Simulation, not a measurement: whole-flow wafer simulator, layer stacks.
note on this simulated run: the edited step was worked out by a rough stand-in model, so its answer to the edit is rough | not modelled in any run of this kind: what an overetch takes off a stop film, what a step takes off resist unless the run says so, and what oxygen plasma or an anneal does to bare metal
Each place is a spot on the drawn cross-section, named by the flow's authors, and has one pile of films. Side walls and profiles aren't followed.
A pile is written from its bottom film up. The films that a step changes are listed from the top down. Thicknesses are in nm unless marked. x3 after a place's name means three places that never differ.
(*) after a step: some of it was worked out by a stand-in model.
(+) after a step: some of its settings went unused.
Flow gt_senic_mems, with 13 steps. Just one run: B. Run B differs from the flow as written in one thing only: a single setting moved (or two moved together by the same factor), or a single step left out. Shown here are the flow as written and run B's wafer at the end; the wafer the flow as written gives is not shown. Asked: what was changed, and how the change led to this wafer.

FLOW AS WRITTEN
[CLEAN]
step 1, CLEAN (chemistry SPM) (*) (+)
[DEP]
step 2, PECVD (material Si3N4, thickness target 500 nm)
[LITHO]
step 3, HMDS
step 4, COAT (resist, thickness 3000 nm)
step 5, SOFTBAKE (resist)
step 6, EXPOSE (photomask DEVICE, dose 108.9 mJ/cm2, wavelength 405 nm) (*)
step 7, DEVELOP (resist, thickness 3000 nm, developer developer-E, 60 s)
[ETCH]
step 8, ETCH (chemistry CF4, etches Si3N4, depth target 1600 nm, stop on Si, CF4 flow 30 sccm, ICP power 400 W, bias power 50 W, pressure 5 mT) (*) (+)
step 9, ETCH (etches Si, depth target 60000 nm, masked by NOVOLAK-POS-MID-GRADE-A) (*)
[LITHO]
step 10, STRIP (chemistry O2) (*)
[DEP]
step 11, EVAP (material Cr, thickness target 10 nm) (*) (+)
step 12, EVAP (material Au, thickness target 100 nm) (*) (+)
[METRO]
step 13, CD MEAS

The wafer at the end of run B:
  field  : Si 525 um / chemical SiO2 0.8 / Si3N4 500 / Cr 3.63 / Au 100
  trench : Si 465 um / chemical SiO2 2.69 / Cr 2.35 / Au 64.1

The reason: step 11, EVAP: thickness target 3.63 nm was run, while the flow as written has thickness target 10 nm.
The wafer lets one read it off: field has Cr 3.63, and step 11 as written asks for 10 nm.

The path from the change to this, step by step:
  step 11, EVAP (material Cr, thickness target 10 nm) (*) (+)
      field: +3.63 Cr (new film) (it would be, as written: +10 Cr (new film))
      trench: +2.35 Cr (new film) (it would be, as written: +6.45 Cr (new film))
